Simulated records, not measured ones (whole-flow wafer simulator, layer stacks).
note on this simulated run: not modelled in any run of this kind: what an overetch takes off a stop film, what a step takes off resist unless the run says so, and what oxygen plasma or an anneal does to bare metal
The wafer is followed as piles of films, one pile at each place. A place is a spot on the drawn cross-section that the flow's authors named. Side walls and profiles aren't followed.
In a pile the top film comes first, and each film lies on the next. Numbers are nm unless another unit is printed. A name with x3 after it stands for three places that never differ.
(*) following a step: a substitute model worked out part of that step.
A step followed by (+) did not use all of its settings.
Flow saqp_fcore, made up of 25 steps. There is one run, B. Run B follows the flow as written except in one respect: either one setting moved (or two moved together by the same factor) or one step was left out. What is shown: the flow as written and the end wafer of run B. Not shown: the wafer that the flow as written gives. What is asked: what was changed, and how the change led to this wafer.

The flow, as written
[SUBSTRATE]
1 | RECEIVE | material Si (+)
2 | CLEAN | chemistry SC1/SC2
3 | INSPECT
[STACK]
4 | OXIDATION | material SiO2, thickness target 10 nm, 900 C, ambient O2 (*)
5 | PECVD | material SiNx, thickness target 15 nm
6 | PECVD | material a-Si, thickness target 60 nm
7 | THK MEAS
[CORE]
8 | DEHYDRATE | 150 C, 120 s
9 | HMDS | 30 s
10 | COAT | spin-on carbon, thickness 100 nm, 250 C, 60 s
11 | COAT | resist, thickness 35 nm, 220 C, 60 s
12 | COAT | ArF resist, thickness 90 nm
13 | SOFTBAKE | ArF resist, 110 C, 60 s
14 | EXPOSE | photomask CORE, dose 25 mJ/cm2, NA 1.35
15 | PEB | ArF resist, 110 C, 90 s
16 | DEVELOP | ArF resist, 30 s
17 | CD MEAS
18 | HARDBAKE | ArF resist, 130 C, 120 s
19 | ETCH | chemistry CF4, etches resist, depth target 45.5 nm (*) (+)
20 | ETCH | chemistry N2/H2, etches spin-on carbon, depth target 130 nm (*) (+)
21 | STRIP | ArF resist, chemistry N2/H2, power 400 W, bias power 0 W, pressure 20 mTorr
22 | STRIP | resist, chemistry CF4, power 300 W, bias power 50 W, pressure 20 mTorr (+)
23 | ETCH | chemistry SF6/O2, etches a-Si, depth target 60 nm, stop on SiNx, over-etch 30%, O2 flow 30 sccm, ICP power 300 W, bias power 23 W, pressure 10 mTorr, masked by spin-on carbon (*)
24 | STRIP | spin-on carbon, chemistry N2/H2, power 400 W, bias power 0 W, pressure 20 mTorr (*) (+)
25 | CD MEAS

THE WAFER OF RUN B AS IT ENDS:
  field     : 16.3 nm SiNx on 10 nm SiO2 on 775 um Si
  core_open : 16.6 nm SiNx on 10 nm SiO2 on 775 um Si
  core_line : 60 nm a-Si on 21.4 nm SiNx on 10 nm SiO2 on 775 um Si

Cause: step 5, PECVD: thickness target 21.4 nm was run, while the flow as written has thickness target 15 nm.
One can read it off the wafer: core_line has SiNx 21.4, and step 5 as written asks for 15 nm.

How this came from the change, step by step:
  5 | PECVD | material SiNx, thickness target 15 nm
      field, core_open, core_line: +21.4 SiNx (new film) (it would be, as written: +15 SiNx (new film))
